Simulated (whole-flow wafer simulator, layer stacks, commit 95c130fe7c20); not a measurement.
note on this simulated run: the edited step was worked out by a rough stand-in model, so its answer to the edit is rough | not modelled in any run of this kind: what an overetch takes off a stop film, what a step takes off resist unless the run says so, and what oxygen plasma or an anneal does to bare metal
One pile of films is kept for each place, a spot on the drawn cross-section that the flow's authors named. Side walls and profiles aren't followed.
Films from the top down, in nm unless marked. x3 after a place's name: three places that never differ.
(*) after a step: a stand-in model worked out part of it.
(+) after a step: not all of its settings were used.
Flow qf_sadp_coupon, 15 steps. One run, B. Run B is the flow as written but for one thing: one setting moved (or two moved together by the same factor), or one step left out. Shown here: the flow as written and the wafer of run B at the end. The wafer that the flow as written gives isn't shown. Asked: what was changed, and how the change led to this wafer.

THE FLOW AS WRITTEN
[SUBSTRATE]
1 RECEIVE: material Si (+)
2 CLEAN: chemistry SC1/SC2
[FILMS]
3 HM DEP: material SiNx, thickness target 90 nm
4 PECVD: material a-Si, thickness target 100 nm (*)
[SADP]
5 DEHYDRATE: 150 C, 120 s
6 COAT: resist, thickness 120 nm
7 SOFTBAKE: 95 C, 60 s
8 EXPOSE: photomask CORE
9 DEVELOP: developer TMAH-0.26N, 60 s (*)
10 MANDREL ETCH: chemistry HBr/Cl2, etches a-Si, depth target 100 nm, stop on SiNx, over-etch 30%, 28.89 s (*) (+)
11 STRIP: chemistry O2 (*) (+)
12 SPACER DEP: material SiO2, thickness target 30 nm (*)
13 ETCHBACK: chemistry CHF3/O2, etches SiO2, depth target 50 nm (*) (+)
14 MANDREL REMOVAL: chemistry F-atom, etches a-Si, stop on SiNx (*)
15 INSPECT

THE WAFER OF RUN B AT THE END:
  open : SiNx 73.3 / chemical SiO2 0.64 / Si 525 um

The cause: step 13, ETCHBACK: depth target 43 nm was run, where the flow has depth target 50 nm.

How the change led to this, step by step:
  13 ETCHBACK: chemistry CHF3/O2, etches SiO2, depth target 50 nm (*) (+)
      m: SiO2 -30 (all of it), chemical SiO2 -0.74 (all of it), a-Si -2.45 (as written it would be: SiO2 -30 (all of it), chemical SiO2 -0.74 (all of it), a-Si -3.85)
      open: SiO2 -30 (all of it), SiNx -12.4 (as written it would be: SiO2 -30 (all of it), SiNx -19)
